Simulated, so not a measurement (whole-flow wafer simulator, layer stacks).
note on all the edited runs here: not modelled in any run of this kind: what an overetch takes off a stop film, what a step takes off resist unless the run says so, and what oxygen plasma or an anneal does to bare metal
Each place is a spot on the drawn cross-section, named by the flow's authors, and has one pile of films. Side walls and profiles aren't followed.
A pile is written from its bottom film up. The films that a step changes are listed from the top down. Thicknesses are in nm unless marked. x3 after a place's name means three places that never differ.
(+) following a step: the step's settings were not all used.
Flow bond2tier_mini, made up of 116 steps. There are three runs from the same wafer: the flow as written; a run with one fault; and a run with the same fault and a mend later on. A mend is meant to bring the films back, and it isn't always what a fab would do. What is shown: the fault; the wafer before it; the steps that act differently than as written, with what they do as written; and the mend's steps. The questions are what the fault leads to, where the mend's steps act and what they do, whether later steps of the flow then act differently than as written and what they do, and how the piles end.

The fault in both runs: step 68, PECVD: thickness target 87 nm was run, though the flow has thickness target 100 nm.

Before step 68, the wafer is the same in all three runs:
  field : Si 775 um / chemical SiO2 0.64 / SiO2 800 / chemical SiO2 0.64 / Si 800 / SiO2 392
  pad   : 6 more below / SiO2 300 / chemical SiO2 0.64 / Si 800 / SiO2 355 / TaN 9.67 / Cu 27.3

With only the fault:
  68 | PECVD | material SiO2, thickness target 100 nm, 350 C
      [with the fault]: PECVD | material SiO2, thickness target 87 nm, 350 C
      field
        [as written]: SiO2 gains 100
        [with the fault]: SiO2 gains 87
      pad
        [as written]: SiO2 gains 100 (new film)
        [with the fault]: SiO2 gains 87 (new film)
  Later steps of the flow acting differently than as written (not shown: 2 more steps that differ only slightly, by at most 2% or 0.5 nm, whichever is larger):
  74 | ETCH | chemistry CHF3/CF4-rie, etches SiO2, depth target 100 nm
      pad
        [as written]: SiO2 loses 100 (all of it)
        [with the fault]: SiO2 loses 87 (all of it), Cu loses 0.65
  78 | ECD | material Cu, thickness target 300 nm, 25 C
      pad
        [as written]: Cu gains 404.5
        [with the fault]: Cu gains 391.6
  The piles end different from the flow's at pad by more than 2% or 0.5 nm, whichever is larger.
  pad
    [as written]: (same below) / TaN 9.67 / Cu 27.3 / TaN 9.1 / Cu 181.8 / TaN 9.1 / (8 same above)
    [with the fault]: (same below) / TaN 9.67 / Cu 26.7 / TaN 9.25 / Cu 169.3 / TaN 9.1 / (8 same above)

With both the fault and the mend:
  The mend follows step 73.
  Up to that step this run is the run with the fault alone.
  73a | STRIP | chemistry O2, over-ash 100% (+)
      field
        KrF resist loses 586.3 (all of it)
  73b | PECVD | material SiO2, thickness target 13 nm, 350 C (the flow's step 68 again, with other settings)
      field, pad
        SiO2 gains 13
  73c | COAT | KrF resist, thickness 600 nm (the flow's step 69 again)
      field, pad
        KrF resist gains 600 (new film)
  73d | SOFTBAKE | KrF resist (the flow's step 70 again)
      does not change any film at any place that is followed
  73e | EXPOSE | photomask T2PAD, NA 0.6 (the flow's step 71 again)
      does not change any film at any place that is followed
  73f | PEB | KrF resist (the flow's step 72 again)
      does not change any film at any place that is followed
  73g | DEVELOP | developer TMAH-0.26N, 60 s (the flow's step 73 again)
      field
        KrF resist loses 13.7
      pad
        KrF resist loses 600 (all of it)
  Every later step of the flow that is run acts as written at every place that is followed.
  At every place that both follow, the piles at the end match the flow's.
